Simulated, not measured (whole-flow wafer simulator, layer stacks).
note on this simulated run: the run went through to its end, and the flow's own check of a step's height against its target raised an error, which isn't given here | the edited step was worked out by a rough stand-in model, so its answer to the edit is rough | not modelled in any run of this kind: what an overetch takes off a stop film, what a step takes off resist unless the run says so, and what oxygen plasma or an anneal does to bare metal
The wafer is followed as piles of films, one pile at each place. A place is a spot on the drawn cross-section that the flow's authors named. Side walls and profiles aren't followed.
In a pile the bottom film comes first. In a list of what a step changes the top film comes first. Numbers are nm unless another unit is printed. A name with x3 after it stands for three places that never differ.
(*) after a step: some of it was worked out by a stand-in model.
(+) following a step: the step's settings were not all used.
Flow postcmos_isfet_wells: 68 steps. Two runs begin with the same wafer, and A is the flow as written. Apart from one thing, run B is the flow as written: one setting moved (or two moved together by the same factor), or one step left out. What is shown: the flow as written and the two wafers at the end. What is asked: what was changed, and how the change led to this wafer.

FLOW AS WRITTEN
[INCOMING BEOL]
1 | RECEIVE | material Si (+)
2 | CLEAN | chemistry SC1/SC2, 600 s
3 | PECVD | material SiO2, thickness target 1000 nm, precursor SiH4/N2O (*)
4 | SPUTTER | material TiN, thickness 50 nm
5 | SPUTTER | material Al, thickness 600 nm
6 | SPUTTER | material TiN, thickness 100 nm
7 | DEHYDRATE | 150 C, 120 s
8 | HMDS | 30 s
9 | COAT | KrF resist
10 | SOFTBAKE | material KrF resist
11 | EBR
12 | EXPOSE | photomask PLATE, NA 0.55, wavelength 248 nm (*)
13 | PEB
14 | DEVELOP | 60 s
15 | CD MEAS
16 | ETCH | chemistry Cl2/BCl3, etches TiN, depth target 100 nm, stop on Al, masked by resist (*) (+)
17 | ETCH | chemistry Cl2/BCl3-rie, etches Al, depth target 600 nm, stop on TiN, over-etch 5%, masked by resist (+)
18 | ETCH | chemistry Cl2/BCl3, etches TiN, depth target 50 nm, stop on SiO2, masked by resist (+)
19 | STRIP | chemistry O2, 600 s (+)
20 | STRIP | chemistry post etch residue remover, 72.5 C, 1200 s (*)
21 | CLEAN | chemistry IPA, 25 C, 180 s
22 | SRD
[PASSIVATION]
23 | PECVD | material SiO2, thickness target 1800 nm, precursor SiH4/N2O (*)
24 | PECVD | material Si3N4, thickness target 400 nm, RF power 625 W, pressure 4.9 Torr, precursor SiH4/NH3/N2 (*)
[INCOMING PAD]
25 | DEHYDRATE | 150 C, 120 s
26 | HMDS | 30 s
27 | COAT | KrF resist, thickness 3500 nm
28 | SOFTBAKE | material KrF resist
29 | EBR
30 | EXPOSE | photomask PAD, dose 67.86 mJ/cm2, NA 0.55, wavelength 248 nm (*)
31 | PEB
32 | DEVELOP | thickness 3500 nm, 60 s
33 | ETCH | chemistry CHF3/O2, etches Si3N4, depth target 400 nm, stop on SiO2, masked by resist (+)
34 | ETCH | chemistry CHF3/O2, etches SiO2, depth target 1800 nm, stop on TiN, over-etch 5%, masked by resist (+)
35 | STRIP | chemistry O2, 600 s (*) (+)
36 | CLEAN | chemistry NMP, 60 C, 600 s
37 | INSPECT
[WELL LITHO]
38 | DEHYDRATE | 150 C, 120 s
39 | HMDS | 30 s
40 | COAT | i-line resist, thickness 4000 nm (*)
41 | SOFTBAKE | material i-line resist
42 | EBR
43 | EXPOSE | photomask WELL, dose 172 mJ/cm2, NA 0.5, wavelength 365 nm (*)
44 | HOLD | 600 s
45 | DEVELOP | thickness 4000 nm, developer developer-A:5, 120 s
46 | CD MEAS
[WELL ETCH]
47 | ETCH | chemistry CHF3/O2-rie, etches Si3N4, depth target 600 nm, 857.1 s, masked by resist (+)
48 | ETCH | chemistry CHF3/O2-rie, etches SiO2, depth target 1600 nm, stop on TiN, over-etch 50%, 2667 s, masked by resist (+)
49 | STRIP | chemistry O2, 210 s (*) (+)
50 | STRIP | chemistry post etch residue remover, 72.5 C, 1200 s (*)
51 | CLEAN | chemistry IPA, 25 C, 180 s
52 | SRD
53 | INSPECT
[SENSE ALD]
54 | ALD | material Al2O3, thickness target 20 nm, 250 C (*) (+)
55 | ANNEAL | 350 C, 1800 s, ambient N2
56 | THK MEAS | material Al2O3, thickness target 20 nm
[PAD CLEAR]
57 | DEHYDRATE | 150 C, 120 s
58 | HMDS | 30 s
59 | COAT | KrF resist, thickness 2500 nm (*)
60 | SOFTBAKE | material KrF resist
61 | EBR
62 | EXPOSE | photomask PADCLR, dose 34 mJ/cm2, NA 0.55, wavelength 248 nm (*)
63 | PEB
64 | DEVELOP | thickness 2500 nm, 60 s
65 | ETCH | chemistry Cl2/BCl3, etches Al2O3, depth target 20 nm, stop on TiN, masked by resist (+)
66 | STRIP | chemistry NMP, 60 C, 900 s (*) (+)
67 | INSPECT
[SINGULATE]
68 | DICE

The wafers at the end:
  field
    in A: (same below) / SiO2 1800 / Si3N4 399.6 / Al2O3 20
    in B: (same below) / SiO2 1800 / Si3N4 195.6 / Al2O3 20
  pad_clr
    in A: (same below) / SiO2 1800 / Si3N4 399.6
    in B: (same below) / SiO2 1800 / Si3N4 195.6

What caused this: step 24, PECVD: thickness target 196 nm was run, whereas the flow has thickness target 400 nm.

How this came from the change, step by step:
  24 | PECVD | material Si3N4, thickness target 400 nm, RF power 625 W, pressure 4.9 Torr, precursor SiH4/NH3/N2 (*)
      field, margin, well900, well1300 x3, pad_rim, pad_clr, pad_open: A +400 Si3N4 (new film) | B +196 Si3N4 (new film)
  33 | ETCH | chemistry CHF3/O2, etches Si3N4, depth target 400 nm, stop on SiO2, masked by resist (+)
      field, margin, well900, well1300 x3, pad_rim, pad_clr: A -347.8 KrF resist | B -255.7 KrF resist
      pad_open: A -400 Si3N4 (all of it) | B -196 Si3N4 (all of it)
  35 | STRIP | chemistry O2, 600 s (*) (+)
      field, margin, well900, well1300 x3, pad_rim, pad_clr: A -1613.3 KrF resist (all of it) | B -1705.5 KrF resist (all of it)
  41 | SOFTBAKE | material i-line resist
      pad_clr: A -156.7 i-line resist | B -136.4 i-line resist
      pad_open: A +115.3 i-line resist | B +106.2 i-line resist
  47 | ETCH | chemistry CHF3/O2-rie, etches Si3N4, depth target 600 nm, 857.1 s, masked by resist (+)
      well900, well1300 x3: A -400 Si3N4 (all of it), -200 SiO2 | B -196 Si3N4 (all of it), -404 SiO2
  48 | ETCH | chemistry CHF3/O2-rie, etches SiO2, depth target 1600 nm, stop on TiN, over-etch 50%, 2667 s, masked by resist (+)
      well900, well1300 x3: A -1600 SiO2 (all of it) | B -1396 SiO2 (all of it)
  49 | STRIP | chemistry O2, 210 s (*) (+)
      pad_clr: A -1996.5 i-line resist (all of it) | B -2080.5 i-line resist (all of it)
      pad_open: A -3816.3 i-line resist (all of it) | B -3734 i-line resist (all of it)
  59 | COAT | KrF resist, thickness 2500 nm (*)
      field: A +1449 KrF resist (new film) | B +1546.4 KrF resist (new film)
      margin: A +1448.9 KrF resist (new film) | B +1546.4 KrF resist (new film)
      (also at 2 further places)
  63 | PEB
      field, margin: A -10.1 KrF resist | B -10.8 KrF resist
  64 | DEVELOP | thickness 2500 nm, 60 s
      pad_clr: A -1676 KrF resist (all of it) | B -1744.2 KrF resist (all of it)
  66 | STRIP | chemistry NMP, 60 C, 900 s (*) (+)
      field: A -1400.1 KrF resist (all of it) | B -1496.9 KrF resist (all of it)
      margin: A -1400.1 KrF resist (all of it) | B -1496.8 KrF resist (all of it)
      (also at 1 further place)
